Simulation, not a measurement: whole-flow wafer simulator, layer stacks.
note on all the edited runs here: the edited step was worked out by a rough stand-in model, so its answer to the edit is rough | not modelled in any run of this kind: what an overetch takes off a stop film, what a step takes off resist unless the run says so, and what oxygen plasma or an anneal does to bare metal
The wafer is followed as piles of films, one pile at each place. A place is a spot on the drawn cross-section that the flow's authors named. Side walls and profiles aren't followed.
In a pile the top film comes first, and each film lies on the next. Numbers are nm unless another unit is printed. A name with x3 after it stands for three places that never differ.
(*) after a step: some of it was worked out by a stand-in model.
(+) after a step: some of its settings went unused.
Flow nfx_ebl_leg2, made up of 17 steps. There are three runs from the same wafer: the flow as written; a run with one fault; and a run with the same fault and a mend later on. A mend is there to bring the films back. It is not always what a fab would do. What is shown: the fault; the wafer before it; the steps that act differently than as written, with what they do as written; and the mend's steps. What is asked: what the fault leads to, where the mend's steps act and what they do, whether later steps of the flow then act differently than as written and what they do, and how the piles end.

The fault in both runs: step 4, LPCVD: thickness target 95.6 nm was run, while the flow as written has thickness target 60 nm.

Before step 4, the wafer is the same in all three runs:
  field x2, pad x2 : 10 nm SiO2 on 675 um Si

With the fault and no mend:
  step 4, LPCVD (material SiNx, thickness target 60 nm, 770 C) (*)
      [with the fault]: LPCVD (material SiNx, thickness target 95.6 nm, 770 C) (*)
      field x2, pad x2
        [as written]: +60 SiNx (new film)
        [with the fault]: +95.6 SiNx (new film)
  Later steps of the flow acting differently than as written:
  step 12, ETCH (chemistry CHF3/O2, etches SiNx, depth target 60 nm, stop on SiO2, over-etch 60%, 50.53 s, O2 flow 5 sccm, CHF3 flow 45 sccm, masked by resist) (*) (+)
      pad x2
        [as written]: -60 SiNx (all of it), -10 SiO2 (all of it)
        [with the fault]: -95.6 SiNx (all of it), -0.2 SiO2
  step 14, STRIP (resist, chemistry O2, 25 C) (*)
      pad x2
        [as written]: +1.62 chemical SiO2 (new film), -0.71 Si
        [with the fault]: nothing
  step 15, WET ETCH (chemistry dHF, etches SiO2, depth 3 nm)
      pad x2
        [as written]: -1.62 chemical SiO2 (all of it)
        [with the fault]: -3 SiO2
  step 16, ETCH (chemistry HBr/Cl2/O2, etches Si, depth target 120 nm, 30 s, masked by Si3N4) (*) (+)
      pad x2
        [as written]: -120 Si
        [with the fault]: -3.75 SiO2
  At field x2, pad x2, the piles at the end differ from the flow's by more than 2% or 0.5 nm, whichever is larger.
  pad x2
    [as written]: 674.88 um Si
    [with the fault]: 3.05 nm SiO2 on 675 um Si
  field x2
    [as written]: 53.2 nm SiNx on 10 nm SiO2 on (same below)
    [with the fault]: 88.8 nm SiNx on 10 nm SiO2 on (same below)

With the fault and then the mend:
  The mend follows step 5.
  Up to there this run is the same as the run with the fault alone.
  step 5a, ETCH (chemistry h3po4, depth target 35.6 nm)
      field x2, pad x2
        -35.6 SiNx
  Later steps of the flow that are run all act as written at every place that is followed.
  At every place that both follow, the piles at the end match the flow's.
